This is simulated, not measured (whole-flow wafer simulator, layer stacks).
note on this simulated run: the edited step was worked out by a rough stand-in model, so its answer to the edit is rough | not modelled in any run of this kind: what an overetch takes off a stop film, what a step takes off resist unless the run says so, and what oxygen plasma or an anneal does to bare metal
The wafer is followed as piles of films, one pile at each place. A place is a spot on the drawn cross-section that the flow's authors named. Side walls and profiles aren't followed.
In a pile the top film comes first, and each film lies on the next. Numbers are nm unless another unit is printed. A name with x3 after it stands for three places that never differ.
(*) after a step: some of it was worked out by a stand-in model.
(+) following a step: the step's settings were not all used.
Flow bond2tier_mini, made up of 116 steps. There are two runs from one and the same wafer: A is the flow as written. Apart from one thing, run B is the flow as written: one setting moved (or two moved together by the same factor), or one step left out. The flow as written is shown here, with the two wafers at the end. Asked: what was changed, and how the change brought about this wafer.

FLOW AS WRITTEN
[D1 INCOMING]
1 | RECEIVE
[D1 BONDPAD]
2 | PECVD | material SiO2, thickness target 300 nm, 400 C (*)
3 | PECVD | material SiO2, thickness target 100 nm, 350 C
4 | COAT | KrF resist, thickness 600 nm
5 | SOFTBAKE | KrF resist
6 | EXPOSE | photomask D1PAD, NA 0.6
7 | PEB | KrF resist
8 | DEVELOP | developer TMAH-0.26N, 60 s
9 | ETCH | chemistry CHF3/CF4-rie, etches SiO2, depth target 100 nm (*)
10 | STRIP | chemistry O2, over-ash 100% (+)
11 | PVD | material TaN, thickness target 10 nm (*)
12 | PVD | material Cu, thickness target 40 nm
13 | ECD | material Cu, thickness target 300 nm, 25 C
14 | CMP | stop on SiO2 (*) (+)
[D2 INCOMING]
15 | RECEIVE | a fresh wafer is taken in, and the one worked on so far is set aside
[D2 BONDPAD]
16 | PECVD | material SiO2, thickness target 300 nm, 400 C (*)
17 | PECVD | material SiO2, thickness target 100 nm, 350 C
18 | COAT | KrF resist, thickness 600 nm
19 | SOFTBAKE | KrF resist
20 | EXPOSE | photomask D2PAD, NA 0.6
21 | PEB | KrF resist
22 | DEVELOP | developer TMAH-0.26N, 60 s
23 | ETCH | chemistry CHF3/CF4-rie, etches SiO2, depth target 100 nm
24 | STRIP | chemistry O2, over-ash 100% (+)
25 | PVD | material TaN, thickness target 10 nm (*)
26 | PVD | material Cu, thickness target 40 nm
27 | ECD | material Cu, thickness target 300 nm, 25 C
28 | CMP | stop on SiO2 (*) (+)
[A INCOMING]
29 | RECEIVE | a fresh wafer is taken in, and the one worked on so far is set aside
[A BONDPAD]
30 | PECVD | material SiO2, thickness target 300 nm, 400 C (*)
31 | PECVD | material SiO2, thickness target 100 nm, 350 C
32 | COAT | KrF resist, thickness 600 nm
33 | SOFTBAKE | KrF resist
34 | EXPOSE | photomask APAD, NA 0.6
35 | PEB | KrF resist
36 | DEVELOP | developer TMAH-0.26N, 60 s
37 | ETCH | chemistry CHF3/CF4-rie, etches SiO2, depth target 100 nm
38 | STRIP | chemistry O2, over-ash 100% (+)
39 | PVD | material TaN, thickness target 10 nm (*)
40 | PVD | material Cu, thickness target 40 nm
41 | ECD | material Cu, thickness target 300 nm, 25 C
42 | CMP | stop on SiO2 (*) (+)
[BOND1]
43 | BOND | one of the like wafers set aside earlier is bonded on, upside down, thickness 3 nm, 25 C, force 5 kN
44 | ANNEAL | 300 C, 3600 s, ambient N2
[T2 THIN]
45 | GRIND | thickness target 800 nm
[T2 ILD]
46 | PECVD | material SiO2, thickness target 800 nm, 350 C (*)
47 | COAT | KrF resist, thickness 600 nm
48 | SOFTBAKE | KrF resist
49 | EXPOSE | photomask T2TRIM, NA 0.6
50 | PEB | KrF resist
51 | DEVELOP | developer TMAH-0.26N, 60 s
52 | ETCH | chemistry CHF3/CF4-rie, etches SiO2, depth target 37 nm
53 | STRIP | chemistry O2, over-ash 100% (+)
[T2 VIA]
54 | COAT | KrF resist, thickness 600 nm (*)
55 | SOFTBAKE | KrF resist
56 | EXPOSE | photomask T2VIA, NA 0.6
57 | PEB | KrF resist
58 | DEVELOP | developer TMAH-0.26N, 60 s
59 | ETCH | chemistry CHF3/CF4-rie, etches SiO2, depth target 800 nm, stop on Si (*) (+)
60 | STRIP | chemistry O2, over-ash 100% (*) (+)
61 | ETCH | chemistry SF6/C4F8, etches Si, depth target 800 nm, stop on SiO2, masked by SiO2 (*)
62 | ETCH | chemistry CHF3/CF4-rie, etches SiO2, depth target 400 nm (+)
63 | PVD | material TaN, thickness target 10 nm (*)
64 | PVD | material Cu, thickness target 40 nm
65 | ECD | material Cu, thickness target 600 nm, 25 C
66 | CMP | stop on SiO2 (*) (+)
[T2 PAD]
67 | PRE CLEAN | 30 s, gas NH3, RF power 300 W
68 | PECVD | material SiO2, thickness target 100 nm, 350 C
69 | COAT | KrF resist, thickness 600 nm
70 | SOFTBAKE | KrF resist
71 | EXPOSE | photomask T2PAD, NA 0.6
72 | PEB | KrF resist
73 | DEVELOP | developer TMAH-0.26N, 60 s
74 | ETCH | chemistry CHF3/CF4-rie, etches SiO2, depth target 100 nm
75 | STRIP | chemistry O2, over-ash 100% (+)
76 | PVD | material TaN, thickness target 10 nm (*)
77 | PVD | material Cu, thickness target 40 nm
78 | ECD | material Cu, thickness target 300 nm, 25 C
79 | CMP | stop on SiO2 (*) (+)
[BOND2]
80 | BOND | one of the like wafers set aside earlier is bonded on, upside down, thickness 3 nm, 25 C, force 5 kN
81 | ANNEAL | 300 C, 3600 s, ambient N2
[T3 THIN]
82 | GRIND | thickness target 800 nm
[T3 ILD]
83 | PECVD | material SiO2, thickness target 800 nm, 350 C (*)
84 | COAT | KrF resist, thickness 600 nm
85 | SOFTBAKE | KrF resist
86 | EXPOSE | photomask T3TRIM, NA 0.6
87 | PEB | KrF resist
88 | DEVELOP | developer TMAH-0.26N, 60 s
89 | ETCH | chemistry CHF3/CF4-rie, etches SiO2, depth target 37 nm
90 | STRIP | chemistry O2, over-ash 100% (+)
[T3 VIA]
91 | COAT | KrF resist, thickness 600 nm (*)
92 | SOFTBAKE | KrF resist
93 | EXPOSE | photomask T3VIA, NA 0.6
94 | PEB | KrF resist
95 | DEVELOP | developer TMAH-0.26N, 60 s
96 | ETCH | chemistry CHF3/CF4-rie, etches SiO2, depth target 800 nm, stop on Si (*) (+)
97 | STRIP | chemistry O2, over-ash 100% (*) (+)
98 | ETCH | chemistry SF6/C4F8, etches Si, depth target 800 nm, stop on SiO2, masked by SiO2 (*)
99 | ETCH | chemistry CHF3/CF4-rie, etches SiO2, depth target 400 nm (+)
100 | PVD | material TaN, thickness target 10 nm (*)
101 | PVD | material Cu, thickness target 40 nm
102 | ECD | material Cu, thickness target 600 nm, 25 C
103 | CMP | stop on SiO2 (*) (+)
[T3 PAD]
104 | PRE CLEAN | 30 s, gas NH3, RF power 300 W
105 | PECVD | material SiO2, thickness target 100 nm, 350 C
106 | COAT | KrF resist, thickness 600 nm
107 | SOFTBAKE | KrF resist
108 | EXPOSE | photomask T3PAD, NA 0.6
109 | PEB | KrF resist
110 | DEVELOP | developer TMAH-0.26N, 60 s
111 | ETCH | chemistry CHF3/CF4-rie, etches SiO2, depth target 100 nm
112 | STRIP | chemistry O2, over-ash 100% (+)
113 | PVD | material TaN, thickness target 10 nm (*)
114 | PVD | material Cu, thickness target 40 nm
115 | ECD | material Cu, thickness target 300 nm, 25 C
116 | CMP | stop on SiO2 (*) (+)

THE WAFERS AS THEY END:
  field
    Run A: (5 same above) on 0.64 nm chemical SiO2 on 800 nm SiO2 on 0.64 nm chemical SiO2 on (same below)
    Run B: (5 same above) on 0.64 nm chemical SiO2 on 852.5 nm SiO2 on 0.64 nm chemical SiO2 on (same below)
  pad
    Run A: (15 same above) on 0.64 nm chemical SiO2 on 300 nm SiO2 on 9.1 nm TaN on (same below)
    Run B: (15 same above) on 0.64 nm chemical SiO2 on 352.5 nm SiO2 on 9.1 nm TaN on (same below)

Cause: step 2, PECVD: thickness target 352.5 nm was run, while the flow as written has thickness target 300 nm.
The wafer itself shows it: pad has SiO2 352.5, and step 2 as written asks for 300 nm.

The path from the change to this, step by step:
  2 | PECVD | material SiO2, thickness target 300 nm, 400 C (*)
      field, pad, via: A +300 SiO2 (new film) | B +352.5 SiO2 (new film)
  43 | BOND | one of the like wafers set aside earlier is bonded on, upside down, thickness 3 nm, 25 C, force 5 kN
      field: A +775 um Si (new film), +0.64 chemical SiO2 (new film), +400 SiO2 | B +775 um Si (new film), +0.64 chemical SiO2 (new film), +452.5 SiO2
      pad: A +775 um Si (new film), +0.64 chemical SiO2 (new film), +300 SiO2 (new film), +9.1 TaN (new film), +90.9 Cu | B +775 um Si (new film), +0.64 chemical SiO2 (new film), +352.5 SiO2 (new film), +9.1 TaN (new film), +90.9 Cu
      (as well as at 1 more place)
